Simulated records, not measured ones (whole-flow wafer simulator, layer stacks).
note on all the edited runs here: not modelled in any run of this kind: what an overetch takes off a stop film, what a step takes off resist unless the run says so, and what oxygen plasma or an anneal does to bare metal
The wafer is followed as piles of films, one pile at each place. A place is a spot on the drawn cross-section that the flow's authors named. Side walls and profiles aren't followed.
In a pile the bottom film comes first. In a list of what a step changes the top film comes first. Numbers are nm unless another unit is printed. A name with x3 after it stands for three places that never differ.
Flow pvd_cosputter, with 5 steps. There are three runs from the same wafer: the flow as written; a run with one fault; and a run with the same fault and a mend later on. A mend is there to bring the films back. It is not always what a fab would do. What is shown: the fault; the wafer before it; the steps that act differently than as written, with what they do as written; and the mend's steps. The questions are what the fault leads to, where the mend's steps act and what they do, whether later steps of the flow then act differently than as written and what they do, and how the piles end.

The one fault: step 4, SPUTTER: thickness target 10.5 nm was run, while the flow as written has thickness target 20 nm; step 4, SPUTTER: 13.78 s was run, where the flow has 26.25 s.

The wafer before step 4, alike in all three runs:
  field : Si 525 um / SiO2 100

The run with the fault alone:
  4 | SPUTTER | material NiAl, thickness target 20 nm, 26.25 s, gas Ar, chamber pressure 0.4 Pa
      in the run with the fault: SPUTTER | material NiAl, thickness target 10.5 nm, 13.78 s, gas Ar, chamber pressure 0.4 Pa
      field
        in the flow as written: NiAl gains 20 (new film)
        in the run with the fault: NiAl gains 10.5 (new film)
  None of the later steps of the flow acts differently than as written at any place that is followed.
  At field, the piles at the end differ from the flow's by more than 2% or 0.5 nm, whichever is larger.
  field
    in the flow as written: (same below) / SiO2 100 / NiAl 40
    in the run with the fault: (same below) / SiO2 100 / NiAl 30.5

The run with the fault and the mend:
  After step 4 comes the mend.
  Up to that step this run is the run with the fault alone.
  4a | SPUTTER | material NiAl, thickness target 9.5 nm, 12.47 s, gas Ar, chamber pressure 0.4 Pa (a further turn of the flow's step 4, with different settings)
      field
        NiAl gains 9.5
  None of the later steps of the flow acts differently than as written at any place that is followed.
  By the end, the piles equal the flow's at every place that both follow.
